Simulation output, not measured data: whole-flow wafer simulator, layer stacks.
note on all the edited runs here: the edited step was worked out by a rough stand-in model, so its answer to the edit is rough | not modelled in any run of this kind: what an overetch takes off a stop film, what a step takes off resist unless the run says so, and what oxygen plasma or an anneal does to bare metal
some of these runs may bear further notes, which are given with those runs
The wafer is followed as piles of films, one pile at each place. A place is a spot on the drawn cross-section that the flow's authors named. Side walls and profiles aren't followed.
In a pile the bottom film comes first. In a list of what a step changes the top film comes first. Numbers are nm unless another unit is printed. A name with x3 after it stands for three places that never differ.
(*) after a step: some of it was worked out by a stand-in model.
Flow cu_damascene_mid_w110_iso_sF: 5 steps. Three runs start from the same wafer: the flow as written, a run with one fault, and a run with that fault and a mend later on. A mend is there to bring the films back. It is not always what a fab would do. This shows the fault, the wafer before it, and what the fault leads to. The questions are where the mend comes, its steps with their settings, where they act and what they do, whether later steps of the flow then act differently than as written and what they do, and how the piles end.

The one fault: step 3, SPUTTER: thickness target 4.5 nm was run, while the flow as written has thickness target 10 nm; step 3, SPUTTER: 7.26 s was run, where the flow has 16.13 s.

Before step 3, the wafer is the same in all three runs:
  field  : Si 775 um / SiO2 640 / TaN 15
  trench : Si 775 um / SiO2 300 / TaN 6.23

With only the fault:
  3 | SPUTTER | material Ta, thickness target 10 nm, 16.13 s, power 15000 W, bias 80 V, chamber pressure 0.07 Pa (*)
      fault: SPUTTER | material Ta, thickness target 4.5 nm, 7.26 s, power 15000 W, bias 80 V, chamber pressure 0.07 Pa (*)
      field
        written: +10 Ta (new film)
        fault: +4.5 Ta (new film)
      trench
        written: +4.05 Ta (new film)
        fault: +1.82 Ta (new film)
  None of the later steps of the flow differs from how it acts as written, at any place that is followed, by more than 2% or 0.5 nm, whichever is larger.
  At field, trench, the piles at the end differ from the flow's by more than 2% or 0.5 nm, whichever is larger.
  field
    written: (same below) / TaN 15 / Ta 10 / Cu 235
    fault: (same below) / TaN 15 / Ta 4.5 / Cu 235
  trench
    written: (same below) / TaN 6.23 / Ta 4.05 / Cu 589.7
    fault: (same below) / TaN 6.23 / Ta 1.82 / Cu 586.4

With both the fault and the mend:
  The mend stands after step 3.
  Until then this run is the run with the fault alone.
  3a | SPUTTER | material Ta, thickness target 5.5 nm, 8.871 s, power 15000 W, bias 80 V, chamber pressure 0.07 Pa (*) (a further turn of the flow's step 3, with different settings)
      field
        +5.5 Ta
      trench
        +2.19 Ta
  None of the later steps of the flow differs from how it acts as written, at any place that is followed, by more than 2% or 0.5 nm, whichever is larger.
  The piles end only slightly different from the flow's at the places that both follow, by no more than 2% or 0.5 nm, whichever is larger.
